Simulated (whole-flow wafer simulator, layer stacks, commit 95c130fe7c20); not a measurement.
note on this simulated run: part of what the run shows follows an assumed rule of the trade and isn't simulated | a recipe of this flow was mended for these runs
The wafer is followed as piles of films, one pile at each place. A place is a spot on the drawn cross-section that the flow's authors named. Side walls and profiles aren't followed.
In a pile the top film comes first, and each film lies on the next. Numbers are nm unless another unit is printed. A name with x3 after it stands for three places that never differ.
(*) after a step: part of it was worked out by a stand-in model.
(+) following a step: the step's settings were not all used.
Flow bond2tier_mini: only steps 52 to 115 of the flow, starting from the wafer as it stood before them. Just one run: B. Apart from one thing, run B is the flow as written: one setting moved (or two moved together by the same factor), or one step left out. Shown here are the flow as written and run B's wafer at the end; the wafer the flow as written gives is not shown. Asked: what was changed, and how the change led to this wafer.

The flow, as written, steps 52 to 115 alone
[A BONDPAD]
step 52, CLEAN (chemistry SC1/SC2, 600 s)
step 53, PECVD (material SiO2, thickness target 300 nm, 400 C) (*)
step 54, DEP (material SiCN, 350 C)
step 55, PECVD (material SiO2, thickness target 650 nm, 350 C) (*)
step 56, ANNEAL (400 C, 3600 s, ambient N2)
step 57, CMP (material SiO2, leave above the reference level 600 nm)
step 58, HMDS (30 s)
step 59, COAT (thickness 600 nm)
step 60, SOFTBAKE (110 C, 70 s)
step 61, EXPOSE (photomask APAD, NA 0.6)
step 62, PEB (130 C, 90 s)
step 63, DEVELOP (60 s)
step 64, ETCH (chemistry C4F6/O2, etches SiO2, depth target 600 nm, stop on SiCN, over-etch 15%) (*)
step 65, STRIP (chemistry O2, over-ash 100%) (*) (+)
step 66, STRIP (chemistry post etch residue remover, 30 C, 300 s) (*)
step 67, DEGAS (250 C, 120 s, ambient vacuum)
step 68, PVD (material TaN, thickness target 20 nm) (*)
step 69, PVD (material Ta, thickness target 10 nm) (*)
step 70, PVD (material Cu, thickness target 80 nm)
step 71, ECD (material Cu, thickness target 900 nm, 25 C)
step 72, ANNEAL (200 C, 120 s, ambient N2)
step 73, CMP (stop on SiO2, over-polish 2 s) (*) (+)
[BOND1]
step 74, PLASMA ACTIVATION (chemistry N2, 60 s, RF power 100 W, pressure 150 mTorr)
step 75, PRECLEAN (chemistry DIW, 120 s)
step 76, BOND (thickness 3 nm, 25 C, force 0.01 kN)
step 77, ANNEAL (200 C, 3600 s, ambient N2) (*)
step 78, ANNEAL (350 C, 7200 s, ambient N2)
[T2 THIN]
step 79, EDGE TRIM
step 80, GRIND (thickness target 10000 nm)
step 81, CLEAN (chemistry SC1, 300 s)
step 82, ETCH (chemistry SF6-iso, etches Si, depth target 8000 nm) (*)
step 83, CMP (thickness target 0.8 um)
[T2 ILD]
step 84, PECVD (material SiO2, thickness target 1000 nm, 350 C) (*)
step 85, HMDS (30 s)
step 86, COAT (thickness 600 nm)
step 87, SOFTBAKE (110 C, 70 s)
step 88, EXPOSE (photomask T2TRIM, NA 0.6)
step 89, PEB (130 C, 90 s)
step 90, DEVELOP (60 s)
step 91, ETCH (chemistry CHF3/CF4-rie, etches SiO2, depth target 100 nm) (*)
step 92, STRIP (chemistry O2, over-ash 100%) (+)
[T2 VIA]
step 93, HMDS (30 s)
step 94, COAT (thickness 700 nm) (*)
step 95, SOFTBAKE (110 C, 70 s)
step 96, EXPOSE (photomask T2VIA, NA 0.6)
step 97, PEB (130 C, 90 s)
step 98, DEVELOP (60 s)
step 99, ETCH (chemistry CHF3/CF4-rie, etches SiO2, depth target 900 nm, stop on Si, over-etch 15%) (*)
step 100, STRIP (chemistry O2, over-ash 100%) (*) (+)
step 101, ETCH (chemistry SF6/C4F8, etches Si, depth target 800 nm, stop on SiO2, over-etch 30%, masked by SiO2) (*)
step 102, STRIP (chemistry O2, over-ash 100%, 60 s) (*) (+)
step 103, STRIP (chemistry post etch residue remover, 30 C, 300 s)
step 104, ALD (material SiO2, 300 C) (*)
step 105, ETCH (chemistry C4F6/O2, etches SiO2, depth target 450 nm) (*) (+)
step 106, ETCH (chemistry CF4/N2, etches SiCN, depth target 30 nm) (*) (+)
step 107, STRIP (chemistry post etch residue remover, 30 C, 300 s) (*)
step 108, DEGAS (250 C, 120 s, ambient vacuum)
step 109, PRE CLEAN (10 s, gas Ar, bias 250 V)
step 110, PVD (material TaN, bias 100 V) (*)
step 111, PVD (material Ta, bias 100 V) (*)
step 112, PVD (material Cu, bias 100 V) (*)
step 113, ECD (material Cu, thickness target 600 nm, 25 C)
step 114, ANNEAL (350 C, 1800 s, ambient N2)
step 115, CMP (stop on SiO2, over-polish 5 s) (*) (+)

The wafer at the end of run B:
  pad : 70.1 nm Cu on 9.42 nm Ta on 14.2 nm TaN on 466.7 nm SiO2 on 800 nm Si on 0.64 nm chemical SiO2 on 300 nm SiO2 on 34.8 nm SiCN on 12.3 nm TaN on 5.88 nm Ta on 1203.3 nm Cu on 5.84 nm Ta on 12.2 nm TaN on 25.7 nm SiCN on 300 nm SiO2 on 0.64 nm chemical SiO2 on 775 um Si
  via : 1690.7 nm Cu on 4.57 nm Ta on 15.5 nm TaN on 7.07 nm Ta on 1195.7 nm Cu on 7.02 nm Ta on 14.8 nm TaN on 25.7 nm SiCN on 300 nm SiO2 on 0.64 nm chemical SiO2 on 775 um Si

What caused this: step 64, ETCH: over-etch 24% was run, whereas the flow has over-etch 15%.

The path from the change to this, step by step:
  step 64, ETCH (chemistry C4F6/O2, etches SiO2, depth target 600 nm, stop on SiCN, over-etch 15%) (*)
      pad, via: -600 SiO2 (all of it), -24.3 SiCN (as written it would have been: -600 SiO2 (all of it), -15.2 SiCN)
      field: -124 thick-KrF-resist (as written it would have been: -115 thick-KrF-resist)
